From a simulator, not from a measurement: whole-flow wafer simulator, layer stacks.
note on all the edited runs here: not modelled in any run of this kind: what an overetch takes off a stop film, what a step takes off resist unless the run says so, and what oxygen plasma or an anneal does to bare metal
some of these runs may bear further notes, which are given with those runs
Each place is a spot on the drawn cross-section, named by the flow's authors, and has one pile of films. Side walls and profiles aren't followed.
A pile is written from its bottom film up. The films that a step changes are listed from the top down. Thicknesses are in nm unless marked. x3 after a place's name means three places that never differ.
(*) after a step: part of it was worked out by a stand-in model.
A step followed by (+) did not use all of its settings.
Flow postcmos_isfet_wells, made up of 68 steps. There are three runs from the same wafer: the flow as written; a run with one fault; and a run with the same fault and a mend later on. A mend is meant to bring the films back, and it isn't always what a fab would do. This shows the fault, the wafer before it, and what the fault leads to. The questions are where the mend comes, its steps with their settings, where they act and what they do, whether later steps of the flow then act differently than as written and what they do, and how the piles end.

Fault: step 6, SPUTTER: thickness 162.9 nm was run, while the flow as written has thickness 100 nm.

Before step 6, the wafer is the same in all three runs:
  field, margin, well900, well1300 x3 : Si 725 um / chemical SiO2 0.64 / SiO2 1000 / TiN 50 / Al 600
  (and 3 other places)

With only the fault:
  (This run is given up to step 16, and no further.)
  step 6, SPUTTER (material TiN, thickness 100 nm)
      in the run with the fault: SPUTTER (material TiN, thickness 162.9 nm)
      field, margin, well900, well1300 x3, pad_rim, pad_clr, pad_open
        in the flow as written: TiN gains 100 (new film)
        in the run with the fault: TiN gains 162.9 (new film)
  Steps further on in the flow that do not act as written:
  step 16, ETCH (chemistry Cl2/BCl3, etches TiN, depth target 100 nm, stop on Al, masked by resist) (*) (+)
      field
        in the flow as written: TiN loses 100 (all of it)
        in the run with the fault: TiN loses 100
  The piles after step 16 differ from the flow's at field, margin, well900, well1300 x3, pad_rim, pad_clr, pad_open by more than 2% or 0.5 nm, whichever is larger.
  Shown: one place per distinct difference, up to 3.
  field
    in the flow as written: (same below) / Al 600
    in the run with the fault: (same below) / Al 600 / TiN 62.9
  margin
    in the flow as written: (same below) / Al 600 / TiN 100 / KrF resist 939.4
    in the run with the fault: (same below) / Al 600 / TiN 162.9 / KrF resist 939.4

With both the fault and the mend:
  The mend follows step 6.
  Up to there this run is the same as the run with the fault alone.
  step 6a, ETCH (chemistry peroxide tin strip, depth target 62.9 nm)
      field, margin, well900, well1300 x3, pad_rim, pad_clr, pad_open
        TiN loses 62.9
  Every later step of the flow that is run acts as written at every place that is followed.
  At every place that both follow, the piles at the end match the flow's.
